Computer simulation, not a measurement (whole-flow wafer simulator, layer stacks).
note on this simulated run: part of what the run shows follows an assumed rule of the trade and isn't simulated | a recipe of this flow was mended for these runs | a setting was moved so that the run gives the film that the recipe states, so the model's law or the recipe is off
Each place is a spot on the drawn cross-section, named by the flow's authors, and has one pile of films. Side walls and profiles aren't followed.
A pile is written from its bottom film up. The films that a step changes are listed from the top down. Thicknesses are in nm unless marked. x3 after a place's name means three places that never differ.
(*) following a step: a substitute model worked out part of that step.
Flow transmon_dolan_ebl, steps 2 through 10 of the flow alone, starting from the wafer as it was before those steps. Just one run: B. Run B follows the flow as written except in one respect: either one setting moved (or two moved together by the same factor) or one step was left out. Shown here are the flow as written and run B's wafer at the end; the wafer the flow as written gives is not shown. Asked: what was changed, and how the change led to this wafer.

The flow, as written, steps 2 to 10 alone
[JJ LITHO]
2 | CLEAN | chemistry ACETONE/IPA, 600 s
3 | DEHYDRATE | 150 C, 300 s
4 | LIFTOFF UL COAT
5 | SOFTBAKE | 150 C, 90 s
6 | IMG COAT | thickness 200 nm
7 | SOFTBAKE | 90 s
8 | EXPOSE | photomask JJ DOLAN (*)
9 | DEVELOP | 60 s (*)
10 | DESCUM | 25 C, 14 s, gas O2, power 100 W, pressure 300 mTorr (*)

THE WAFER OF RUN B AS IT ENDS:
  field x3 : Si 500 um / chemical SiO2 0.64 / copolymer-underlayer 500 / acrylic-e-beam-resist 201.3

Cause: step 6, IMG COAT: thickness 216 nm was run, though the flow has thickness 200 nm.

The path from the change to this, step by step:
  6 | IMG COAT | thickness 200 nm
      field x3, jj_line: acrylic-e-beam-resist gains 216 (new film) (it would be, as written: acrylic-e-beam-resist gains 200 (new film))
  9 | DEVELOP | 60 s (*)
      jj_line: acrylic-e-beam-resist loses 216 (all of it), copolymer-underlayer loses 500 (all of it) (it would be, as written: acrylic-e-beam-resist loses 200 (all of it), copolymer-underlayer loses 500 (all of it))
